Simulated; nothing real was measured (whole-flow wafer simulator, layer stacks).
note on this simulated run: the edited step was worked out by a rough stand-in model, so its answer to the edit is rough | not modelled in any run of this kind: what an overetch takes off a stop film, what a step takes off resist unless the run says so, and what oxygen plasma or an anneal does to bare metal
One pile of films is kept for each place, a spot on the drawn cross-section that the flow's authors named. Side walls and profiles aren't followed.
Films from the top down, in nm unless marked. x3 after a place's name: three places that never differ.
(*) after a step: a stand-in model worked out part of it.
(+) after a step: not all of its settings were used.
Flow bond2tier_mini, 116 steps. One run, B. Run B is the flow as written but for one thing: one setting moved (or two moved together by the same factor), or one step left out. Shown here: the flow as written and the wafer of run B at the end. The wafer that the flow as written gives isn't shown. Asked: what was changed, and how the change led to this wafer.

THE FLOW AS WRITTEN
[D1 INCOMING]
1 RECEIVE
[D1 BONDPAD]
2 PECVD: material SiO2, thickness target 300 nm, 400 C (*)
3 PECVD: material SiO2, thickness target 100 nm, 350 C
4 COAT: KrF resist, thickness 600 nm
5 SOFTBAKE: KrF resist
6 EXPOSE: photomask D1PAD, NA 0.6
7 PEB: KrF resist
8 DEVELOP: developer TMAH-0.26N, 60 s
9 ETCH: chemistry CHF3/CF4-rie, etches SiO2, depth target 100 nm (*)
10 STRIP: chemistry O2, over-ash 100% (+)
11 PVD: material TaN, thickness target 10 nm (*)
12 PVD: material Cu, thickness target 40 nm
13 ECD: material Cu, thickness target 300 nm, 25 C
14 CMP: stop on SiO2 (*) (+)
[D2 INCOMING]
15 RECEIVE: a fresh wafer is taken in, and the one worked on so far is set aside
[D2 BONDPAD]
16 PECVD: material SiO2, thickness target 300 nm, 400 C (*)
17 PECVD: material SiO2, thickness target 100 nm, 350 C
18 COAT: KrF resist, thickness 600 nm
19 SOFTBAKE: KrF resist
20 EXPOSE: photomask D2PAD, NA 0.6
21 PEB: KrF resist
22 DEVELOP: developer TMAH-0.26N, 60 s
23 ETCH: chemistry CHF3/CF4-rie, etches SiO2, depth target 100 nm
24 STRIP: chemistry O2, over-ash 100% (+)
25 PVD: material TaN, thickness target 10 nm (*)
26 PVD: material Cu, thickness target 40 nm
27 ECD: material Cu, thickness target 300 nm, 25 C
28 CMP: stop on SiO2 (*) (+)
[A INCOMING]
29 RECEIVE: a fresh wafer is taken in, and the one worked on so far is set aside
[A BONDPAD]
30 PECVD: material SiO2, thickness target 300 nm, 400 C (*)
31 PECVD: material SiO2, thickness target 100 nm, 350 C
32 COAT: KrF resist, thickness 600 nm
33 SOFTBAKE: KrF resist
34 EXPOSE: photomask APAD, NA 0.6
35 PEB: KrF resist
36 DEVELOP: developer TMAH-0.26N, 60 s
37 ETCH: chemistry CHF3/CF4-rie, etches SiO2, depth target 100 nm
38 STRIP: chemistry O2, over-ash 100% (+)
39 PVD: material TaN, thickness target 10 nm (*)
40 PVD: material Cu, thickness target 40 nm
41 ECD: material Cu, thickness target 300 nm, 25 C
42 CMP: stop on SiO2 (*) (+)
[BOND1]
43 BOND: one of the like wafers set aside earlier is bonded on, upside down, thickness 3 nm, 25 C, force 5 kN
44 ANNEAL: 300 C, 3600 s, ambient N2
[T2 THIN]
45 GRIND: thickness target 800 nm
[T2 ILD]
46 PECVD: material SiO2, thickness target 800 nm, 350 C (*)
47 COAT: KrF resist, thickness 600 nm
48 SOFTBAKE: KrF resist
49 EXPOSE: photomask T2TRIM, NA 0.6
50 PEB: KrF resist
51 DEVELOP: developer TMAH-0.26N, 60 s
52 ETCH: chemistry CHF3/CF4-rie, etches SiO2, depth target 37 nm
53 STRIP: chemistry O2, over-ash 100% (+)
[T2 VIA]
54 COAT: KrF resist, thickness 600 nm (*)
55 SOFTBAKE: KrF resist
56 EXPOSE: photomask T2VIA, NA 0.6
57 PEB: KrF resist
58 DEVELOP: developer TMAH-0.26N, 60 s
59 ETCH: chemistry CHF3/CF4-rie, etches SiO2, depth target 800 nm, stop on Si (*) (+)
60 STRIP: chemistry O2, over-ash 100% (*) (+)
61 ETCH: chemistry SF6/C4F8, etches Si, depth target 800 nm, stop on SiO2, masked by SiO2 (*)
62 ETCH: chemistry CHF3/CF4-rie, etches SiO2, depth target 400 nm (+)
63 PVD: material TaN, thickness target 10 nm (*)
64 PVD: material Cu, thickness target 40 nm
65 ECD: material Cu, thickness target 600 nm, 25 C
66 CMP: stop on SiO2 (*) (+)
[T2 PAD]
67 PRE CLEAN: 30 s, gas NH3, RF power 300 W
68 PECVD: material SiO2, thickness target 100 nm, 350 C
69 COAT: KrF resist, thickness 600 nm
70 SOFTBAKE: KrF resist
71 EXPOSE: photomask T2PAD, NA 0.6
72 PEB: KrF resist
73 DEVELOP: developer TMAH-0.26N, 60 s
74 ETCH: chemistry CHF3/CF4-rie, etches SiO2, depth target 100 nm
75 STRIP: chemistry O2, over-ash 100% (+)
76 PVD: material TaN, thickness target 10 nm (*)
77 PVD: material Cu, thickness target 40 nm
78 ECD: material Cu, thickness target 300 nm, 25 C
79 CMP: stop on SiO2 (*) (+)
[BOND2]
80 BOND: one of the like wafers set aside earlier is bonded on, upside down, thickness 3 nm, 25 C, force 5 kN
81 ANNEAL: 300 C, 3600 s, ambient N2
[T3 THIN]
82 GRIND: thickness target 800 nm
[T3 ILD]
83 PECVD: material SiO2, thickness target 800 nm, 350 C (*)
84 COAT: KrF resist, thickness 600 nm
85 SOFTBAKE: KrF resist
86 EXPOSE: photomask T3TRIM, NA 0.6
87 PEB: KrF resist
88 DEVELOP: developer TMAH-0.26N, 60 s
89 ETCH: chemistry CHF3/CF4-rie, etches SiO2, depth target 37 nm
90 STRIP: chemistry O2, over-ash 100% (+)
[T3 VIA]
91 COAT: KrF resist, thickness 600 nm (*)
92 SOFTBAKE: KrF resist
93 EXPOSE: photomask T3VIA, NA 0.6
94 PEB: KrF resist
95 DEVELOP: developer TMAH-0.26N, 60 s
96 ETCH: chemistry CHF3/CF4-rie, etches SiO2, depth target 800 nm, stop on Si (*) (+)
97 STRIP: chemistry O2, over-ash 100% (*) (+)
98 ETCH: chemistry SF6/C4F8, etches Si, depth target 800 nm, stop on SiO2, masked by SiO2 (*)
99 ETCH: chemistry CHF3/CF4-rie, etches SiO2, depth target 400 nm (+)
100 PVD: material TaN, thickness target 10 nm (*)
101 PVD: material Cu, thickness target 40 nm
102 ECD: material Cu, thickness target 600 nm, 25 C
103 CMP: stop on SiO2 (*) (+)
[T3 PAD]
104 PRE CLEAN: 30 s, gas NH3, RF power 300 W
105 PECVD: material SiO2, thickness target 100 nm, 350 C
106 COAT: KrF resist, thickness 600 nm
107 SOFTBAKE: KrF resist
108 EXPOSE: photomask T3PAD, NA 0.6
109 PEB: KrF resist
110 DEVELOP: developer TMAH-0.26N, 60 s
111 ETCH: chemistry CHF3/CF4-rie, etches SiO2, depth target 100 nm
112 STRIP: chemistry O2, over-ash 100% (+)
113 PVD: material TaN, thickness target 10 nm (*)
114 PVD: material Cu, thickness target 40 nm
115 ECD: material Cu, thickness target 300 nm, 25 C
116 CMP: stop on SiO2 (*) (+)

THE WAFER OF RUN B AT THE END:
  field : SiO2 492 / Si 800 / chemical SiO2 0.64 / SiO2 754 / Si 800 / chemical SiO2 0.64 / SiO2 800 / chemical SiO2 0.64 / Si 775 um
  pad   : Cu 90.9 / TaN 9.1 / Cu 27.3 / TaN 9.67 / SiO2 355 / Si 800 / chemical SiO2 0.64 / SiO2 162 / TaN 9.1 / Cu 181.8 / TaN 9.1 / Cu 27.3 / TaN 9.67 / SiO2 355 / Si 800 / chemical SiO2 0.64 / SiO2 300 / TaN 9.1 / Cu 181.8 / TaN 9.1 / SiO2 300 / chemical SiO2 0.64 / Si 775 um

The cause: step 16, PECVD: thickness target 162 nm was run, where the flow has thickness target 300 nm.
It can be read off the wafer: pad has SiO2 162, and step 16 as written asks for 300 nm.

How the change led to this, step by step:
  16 PECVD: material SiO2, thickness target 300 nm, 400 C (*)
      field, pad, via: SiO2 +162 (new film) (as written it would be: SiO2 +300 (new film))
  80 BOND: one of the like wafers set aside earlier is bonded on, upside down, thickness 3 nm, 25 C, force 5 kN
      field: Si +775 um (new film), chemical SiO2 +0.64 (new film), SiO2 +262 (as written it would be: Si +775 um (new film), chemical SiO2 +0.64 (new film), SiO2 +400)
      pad: Si +775 um (new film), chemical SiO2 +0.64 (new film), SiO2 +162 (new film), TaN +9.1 (new film), Cu +90.9 (as written it would be: Si +775 um (new film), chemical SiO2 +0.64 (new film), SiO2 +300 (new film), TaN +9.1 (new film), Cu +90.9)
